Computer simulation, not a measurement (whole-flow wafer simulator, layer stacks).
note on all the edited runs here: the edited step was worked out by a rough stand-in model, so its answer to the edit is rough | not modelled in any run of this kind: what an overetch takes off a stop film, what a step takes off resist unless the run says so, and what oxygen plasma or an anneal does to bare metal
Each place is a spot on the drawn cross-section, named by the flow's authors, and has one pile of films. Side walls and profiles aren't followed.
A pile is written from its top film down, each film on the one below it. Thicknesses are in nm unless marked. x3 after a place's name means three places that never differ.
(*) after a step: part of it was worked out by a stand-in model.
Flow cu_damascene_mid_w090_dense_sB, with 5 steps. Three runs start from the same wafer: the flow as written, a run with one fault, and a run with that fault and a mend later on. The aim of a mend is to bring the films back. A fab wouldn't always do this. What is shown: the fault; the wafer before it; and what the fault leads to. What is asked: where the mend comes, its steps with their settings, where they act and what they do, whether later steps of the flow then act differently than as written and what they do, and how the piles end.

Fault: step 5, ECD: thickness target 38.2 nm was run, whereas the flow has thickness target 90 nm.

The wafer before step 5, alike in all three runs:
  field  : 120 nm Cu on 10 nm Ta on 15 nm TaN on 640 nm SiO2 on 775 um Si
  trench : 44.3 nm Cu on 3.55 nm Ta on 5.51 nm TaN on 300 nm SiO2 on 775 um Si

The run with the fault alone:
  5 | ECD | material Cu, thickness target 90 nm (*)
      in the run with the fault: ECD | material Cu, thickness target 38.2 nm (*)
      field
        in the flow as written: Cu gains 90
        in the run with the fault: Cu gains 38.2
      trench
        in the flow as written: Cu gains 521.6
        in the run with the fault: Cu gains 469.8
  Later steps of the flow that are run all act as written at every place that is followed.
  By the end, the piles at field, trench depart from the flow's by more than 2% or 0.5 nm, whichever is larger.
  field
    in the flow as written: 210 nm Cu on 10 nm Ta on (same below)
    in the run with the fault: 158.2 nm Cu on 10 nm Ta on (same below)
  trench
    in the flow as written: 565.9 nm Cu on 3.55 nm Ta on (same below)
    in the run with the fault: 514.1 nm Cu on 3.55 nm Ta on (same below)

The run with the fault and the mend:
  The mend follows step 5.
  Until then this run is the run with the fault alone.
  5a | ECD | material Cu, thickness target 51.8 nm (the flow's step 5 again, with other settings)
      field, trench
        Cu gains 51.8
  Later steps of the flow that are run all act as written at every place that is followed.
  The piles end the same as the flow's at every place that both follow.
